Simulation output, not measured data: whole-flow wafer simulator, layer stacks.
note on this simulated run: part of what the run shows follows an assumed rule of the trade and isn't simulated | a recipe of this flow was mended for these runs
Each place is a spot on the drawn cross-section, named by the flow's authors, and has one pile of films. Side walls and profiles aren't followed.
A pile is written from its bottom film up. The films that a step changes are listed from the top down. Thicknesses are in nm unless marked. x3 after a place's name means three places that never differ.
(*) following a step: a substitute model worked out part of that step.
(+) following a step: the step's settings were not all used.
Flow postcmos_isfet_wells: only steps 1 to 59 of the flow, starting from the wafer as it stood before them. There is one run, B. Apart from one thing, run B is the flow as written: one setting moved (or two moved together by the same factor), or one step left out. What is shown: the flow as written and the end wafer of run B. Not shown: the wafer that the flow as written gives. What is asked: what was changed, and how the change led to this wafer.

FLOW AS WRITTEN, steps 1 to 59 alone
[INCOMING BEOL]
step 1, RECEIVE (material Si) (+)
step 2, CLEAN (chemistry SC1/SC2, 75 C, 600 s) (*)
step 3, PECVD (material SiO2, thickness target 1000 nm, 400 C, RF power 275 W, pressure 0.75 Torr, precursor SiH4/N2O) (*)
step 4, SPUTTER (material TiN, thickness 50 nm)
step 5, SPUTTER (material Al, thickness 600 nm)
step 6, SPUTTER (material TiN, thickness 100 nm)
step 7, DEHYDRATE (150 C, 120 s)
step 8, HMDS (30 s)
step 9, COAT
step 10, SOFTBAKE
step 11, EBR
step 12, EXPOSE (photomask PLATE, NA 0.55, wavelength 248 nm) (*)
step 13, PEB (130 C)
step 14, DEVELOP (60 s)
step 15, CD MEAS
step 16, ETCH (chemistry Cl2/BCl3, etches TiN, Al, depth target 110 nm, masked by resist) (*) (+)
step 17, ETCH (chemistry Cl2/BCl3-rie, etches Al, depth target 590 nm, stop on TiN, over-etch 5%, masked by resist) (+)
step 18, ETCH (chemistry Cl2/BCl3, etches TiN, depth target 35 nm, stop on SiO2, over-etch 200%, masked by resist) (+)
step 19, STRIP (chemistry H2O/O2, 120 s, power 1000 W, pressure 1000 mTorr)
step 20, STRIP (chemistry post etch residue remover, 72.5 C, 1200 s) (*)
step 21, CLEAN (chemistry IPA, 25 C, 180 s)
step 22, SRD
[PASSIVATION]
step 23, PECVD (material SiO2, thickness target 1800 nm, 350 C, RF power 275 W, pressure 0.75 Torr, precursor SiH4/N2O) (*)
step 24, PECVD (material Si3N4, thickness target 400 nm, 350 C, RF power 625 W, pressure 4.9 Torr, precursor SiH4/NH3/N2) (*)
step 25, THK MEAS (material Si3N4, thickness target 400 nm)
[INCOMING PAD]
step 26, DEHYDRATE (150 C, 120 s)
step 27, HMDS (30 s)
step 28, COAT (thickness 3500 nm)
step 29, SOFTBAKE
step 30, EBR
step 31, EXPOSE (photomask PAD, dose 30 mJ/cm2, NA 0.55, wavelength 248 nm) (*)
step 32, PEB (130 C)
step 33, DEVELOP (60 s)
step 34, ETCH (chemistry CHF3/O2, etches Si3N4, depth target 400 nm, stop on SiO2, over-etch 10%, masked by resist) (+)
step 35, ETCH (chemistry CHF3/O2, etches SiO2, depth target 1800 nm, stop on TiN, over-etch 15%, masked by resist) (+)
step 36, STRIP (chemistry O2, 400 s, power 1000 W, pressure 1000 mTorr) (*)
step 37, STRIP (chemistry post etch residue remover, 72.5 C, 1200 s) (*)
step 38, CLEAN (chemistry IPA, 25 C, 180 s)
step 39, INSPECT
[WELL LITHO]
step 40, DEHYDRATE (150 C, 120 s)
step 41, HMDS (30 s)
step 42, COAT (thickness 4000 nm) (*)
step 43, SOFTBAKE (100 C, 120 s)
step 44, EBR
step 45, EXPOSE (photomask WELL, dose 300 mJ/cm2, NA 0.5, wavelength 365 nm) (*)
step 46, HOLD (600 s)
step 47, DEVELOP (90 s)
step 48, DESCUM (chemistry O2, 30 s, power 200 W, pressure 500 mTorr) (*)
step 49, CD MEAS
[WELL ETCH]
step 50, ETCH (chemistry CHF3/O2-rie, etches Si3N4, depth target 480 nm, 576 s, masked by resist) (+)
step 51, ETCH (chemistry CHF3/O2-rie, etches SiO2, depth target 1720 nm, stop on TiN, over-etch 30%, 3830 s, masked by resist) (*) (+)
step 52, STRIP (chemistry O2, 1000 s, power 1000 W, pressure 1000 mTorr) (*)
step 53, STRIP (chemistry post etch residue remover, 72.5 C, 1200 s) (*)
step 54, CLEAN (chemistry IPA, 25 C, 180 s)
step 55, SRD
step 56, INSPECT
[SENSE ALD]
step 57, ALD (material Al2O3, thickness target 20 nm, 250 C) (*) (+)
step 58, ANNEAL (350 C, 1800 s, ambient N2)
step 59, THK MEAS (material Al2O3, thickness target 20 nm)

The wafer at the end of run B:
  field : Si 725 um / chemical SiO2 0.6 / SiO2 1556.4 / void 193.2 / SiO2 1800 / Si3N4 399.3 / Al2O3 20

Cause: step 17, ETCH: depth target 487 nm was run, whereas the flow has depth target 590 nm.

Step by step, how the change led to this:
  step 17, ETCH (chemistry Cl2/BCl3-rie, etches Al, depth target 590 nm, stop on TiN, over-etch 5%, masked by resist) (+)
      field: -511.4 Al (as written it would have been: -590 Al (all of it), -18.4 TiN)
      margin x2, well900 x4, pad_clr, pad_open: -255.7 thick-KrF-resist (as written it would have been: -309.8 thick-KrF-resist)
  step 18, ETCH (chemistry Cl2/BCl3, etches TiN, depth target 35 nm, stop on SiO2, over-etch 200%, masked by resist) (+)
      field: -78.7 Al (all of it), -50 TiN (all of it), -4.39 SiO2 (as written it would have been: -31.6 TiN (all of it), -14.7 SiO2)
      margin x2, well900 x4, pad_clr, pad_open: -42 thick-KrF-resist (as written it would have been: -37.9 thick-KrF-resist)
  step 19, STRIP (chemistry H2O/O2, 120 s, power 1000 W, pressure 1000 mTorr)
      margin x2, well900 x4, pad_clr, pad_open: -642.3 thick-KrF-resist (all of it) (as written it would have been: -592.4 thick-KrF-resist (all of it))
  step 23, PECVD (material SiO2, thickness target 1800 nm, 350 C, RF power 275 W, pressure 0.75 Torr, precursor SiH4/N2O) (*)
      field: +1800 SiO2 (new film), +193.2 void (new film), +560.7 SiO2 (as written it would have been: +1800 SiO2 (new film), +201.1 void (new film), +563.2 SiO2)
